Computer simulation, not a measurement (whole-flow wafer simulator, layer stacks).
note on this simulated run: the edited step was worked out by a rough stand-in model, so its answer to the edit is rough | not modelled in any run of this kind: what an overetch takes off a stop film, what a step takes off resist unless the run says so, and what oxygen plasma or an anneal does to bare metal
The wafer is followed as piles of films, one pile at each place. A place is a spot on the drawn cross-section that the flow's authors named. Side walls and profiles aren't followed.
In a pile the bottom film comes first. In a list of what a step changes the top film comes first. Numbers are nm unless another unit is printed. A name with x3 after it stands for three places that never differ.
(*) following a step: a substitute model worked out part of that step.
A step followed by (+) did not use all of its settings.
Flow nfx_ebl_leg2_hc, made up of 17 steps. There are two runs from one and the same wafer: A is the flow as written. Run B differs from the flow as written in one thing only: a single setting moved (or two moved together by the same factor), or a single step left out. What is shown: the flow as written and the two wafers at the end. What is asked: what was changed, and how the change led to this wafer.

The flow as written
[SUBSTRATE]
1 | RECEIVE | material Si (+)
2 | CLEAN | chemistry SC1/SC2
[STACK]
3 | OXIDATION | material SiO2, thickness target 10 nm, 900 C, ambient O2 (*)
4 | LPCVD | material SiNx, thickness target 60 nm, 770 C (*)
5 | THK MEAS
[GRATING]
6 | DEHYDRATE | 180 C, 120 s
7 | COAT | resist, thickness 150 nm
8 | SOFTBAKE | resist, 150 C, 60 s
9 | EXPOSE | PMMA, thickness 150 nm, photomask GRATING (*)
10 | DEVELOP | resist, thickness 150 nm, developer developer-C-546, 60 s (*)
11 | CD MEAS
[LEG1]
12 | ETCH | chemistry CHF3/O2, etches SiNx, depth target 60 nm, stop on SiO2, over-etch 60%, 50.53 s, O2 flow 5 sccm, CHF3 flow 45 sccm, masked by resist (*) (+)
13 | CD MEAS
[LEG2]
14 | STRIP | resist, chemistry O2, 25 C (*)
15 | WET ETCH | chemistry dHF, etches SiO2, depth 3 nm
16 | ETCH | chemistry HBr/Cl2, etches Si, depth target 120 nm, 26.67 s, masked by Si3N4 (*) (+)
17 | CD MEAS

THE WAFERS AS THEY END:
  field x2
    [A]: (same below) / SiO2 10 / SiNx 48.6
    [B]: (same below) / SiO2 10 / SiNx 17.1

Cause: step 4, LPCVD: thickness target 28.5 nm was run, whereas the flow has thickness target 60 nm.

The path from the change to this, step by step:
  4 | LPCVD | material SiNx, thickness target 60 nm, 770 C (*)
      field x2, pad x2: A +60 SiNx (new film) | B +28.5 SiNx (new film)
  12 | ETCH | chemistry CHF3/O2, etches SiNx, depth target 60 nm, stop on SiO2, over-etch 60%, 50.53 s, O2 flow 5 sccm, CHF3 flow 45 sccm, masked by resist (*) (+)
      pad x2: A -60 SiNx (all of it), -10 SiO2 (all of it) | B -28.5 SiNx (all of it), -10 SiO2 (all of it)
